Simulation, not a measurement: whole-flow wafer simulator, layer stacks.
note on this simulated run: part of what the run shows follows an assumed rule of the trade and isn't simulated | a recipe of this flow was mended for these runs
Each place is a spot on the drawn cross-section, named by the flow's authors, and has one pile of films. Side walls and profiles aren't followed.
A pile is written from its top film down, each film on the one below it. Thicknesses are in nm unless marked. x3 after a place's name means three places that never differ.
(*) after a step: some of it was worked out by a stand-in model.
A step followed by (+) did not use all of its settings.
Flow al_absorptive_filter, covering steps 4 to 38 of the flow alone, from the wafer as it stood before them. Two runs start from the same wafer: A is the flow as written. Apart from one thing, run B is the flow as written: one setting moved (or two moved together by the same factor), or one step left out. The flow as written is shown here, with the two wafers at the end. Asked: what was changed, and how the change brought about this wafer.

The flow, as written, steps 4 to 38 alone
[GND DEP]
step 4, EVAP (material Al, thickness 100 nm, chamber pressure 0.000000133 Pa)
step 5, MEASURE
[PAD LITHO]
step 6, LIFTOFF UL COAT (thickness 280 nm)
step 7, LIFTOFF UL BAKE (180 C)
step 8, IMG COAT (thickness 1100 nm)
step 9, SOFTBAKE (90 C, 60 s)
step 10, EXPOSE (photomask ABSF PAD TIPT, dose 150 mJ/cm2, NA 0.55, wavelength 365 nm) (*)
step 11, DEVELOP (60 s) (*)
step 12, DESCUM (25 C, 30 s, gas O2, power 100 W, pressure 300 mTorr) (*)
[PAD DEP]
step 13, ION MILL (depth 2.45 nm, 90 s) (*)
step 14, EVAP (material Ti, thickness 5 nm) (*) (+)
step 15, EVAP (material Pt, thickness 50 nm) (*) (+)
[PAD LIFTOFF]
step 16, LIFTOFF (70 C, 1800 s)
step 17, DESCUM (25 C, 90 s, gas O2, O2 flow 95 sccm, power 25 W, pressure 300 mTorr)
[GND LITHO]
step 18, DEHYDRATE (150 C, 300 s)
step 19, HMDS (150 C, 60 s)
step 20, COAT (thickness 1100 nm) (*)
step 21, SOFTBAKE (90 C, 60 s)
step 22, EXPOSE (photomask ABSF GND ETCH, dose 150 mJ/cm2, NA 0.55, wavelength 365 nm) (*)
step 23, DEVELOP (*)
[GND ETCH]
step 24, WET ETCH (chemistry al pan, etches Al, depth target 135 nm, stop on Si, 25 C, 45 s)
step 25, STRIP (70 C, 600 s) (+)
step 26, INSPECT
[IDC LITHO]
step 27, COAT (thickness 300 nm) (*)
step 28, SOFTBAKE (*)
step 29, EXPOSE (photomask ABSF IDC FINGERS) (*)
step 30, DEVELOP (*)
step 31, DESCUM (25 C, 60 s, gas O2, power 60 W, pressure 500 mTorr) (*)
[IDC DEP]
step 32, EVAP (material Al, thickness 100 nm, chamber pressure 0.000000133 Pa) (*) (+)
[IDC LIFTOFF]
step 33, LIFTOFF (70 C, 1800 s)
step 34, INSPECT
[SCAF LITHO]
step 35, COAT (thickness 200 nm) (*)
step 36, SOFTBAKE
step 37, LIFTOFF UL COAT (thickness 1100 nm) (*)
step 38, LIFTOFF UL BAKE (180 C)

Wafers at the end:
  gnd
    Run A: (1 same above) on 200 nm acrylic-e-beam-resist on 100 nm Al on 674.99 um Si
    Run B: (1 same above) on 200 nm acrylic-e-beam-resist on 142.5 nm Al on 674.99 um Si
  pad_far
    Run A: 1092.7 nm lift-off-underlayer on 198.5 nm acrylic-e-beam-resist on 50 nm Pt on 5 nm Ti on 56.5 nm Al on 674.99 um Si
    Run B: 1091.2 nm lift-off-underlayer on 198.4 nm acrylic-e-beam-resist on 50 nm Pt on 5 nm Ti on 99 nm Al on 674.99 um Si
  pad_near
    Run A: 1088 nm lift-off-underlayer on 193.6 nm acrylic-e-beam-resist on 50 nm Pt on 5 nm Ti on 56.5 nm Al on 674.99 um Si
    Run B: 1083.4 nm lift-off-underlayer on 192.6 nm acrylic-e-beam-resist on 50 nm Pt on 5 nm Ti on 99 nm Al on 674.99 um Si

Cause: step 4, EVAP: thickness 142.5 nm was run, whereas the flow has thickness 100 nm.
One can read it off the wafer: gnd has Al 142.5, and step 4 as written asks for 100 nm.

How this came from the change, step by step:
  step 4, EVAP (material Al, thickness 100 nm, chamber pressure 0.000000133 Pa)
      gnd, pad_far, pad_near and 11 more: A +100 Al (new film) | B +142.5 Al (new film)
  step 24, WET ETCH (chemistry al pan, etches Al, depth target 135 nm, stop on Si, 25 C, 45 s)
      res, xl_gap, idc_field, idc_line, idc_space: A -86.7 Al (all of it) | B -129.2 Al (all of it)
  step 27, COAT (thickness 300 nm) (*)
      ledge: A +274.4 e-beam-resist (new film) | B +262 e-beam-resist (new film)
      res: A +349.6 e-beam-resist (new film) | B +369.3 e-beam-resist (new film)
      (and at 2 other places as well)
  step 33, LIFTOFF (70 C, 1800 s)
      ledge: A -100 Al (all of it), -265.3 e-beam-resist (all of it) | B -100 Al (all of it), -253 e-beam-resist (all of it)
      res: A -100 Al (all of it), -340.6 e-beam-resist (all of it) | B -100 Al (all of it), -360.3 e-beam-resist (all of it)
      (and at 2 other places as well)
  step 35, COAT (thickness 200 nm) (*)
      ledge: A +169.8 acrylic-e-beam-resist (new film) | B +156.3 acrylic-e-beam-resist (new film)
      res: A +231.4 acrylic-e-beam-resist (new film) | B +242.4 acrylic-e-beam-resist (new film)
      (and at 2 other places as well)
